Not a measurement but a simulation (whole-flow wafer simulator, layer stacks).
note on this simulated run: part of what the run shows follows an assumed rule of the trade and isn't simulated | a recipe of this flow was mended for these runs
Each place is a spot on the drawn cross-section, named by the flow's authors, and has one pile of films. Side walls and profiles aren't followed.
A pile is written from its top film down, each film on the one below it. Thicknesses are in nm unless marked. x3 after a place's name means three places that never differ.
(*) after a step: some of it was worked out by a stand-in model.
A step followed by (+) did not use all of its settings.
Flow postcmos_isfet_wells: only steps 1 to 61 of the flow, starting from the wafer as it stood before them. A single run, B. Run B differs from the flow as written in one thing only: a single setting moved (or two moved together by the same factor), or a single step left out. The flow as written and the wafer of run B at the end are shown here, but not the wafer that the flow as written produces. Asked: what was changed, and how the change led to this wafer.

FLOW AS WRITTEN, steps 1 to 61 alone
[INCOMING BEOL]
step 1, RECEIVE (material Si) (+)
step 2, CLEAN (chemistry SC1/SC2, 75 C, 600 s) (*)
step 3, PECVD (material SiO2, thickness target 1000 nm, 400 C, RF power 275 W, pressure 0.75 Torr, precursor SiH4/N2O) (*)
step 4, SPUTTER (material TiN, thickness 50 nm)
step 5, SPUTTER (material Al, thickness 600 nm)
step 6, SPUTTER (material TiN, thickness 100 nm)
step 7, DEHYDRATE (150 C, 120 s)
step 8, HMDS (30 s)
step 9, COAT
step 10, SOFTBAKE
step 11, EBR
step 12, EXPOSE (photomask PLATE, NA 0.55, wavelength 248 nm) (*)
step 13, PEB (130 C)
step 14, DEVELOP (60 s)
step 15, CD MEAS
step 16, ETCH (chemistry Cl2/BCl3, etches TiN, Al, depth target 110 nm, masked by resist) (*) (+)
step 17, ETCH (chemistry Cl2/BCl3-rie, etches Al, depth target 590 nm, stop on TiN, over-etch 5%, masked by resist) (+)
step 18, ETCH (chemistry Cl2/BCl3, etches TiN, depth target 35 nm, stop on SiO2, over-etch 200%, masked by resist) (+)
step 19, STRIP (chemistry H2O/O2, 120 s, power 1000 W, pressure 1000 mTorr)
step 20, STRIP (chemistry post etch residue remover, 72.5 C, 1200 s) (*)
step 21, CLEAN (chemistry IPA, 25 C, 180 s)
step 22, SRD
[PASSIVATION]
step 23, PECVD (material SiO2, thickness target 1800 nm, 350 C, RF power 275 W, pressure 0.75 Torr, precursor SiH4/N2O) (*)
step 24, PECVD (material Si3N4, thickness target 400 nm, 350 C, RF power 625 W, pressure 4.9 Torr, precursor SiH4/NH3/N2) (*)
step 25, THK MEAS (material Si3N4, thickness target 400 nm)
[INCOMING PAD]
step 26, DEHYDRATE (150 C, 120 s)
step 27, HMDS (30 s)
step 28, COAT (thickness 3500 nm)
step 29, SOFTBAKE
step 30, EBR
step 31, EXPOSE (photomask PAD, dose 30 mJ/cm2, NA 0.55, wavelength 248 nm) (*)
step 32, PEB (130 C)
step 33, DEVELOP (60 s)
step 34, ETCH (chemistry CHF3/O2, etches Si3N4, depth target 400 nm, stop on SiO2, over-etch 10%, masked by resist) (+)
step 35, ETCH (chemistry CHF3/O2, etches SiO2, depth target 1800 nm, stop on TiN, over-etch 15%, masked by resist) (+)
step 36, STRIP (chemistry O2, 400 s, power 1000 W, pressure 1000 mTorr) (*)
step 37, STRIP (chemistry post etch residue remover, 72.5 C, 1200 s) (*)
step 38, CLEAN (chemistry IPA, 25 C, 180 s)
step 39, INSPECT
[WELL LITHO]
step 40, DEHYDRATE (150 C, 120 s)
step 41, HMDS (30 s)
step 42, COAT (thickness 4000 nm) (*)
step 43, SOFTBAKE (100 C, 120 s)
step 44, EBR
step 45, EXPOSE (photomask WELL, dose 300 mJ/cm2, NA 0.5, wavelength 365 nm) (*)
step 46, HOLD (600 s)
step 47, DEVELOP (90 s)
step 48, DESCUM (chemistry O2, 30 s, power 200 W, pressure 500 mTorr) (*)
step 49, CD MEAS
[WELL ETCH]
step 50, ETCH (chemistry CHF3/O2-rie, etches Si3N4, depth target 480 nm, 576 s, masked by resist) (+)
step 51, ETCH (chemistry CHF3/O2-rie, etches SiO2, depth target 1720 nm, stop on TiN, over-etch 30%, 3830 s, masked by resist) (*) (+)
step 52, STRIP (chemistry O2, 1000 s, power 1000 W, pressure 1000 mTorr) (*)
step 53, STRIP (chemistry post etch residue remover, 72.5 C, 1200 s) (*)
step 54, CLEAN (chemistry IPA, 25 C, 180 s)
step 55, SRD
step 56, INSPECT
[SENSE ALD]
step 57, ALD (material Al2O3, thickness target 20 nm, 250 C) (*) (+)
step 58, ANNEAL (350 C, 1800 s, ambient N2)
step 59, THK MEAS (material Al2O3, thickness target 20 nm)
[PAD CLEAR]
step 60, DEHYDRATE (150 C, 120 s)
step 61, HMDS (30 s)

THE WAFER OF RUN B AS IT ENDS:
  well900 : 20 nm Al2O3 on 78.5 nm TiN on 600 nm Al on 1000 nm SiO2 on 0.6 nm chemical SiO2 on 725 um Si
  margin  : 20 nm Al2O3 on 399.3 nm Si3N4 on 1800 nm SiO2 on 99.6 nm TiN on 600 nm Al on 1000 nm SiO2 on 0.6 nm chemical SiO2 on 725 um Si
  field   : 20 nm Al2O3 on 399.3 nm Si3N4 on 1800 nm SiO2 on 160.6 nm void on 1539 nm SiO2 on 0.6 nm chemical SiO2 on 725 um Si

What caused this: step 4, SPUTTER: material TiN, thickness 50 nm, was skipped.

How this came from the change, step by step:
  step 17, ETCH (chemistry Cl2/BCl3-rie, etches Al, depth target 590 nm, stop on TiN, over-etch 5%, masked by resist) (+)
      field: Al loses 590 (all of it), SiO2 loses 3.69 (in the flow as written it would be: Al loses 590 (all of it), TiN loses 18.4)
  step 18, ETCH (chemistry Cl2/BCl3, etches TiN, depth target 35 nm, stop on SiO2, over-etch 200%, masked by resist) (+)
      field: SiO2 loses 7 (in the flow as written it would be: TiN loses 31.6 (all of it), SiO2 loses 14.7)
      margin, well900, well1300, well2000, well3000, pad_rim, pad_clr, pad_open: thick-KrF-resist loses 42 (in the flow as written it would be: thick-KrF-resist loses 37.9)
  step 23, PECVD (material SiO2, thickness target 1800 nm, 350 C, RF power 275 W, pressure 0.75 Torr, precursor SiH4/N2O) (*)
      field: SiO2 gains 1800 (new film), void gains 160.6 (new film), SiO2 gains 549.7 (in the flow as written it would be: SiO2 gains 1800 (new film), void gains 201.1 (new film), SiO2 gains 563.2)
